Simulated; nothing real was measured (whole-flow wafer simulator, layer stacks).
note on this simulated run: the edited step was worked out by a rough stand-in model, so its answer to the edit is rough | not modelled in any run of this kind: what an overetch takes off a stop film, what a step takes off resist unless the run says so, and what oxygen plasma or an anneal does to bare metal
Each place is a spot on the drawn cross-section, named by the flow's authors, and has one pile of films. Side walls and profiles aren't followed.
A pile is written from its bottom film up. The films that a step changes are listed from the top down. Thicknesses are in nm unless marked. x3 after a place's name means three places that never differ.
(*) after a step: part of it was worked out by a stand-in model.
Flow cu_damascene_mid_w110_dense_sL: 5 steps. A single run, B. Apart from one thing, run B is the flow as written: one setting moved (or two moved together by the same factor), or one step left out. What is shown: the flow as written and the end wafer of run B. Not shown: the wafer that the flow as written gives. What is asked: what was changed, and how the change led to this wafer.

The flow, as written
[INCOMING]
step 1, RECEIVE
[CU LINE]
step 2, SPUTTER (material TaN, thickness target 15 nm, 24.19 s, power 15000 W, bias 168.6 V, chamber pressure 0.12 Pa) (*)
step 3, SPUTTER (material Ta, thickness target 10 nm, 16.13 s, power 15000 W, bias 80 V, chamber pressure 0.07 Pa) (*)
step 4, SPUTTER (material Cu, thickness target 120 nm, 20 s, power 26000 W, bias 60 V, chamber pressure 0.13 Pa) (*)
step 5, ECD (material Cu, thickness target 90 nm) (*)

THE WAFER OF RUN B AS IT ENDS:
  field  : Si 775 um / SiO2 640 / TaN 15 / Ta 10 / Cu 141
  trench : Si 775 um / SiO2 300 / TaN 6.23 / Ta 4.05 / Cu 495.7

The reason: step 4, SPUTTER: thickness target 51 nm was run, while the flow as written has thickness target 120 nm; step 4, SPUTTER: 8.5 s was run, where the flow has 20 s.

Step by step, how the change led to this:
  step 4, SPUTTER (material Cu, thickness target 120 nm, 20 s, power 26000 W, bias 60 V, chamber pressure 0.13 Pa) (*)
      field: Cu gains 51 (new film) (it would be, as written: Cu gains 120 (new film))
      trench: Cu gains 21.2 (new film) (it would be, as written: Cu gains 49.9 (new film))
  step 5, ECD (material Cu, thickness target 90 nm) (*)
      trench: Cu gains 474.5 (it would be, as written: Cu gains 514.8)
